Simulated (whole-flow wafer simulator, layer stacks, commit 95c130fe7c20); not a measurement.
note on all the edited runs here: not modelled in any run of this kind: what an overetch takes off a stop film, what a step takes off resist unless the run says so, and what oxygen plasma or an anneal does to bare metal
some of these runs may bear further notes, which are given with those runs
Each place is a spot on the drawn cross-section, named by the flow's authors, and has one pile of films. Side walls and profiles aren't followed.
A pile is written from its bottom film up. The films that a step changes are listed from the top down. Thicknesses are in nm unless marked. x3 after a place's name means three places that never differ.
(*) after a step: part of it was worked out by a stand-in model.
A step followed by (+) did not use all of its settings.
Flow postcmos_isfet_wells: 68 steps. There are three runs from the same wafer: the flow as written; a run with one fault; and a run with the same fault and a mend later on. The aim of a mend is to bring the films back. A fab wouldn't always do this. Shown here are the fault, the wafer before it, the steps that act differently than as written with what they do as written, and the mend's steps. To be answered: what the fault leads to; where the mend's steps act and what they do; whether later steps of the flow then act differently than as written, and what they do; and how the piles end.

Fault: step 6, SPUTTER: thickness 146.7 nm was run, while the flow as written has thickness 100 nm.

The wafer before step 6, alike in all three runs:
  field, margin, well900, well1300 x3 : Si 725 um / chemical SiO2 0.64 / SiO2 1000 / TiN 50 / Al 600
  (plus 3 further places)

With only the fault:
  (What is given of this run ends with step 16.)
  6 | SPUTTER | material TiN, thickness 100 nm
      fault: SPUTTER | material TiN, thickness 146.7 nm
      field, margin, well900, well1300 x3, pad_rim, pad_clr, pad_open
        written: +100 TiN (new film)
        fault: +146.7 TiN (new film)
  Steps later in the flow that act otherwise than as written:
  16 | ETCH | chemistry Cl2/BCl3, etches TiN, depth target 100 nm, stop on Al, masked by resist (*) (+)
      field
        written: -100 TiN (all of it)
        fault: -100 TiN
  Once step 16 is done, the piles at field, margin, well900, well1300 x3, pad_rim, pad_clr, pad_open depart from the flow's by more than 2% or 0.5 nm, whichever is larger.
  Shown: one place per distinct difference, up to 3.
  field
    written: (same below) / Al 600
    fault: (same below) / Al 600 / TiN 46.7
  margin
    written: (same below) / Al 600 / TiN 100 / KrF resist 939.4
    fault: (same below) / Al 600 / TiN 146.7 / KrF resist 939.4

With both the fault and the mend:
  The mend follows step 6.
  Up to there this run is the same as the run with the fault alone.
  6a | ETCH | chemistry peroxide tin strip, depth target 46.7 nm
      field, margin, well900, well1300 x3, pad_rim, pad_clr, pad_open
        -46.7 TiN
  Every later step of the flow that is run acts as written at every place that is followed.
  By the end, the piles equal the flow's at every place that both follow.
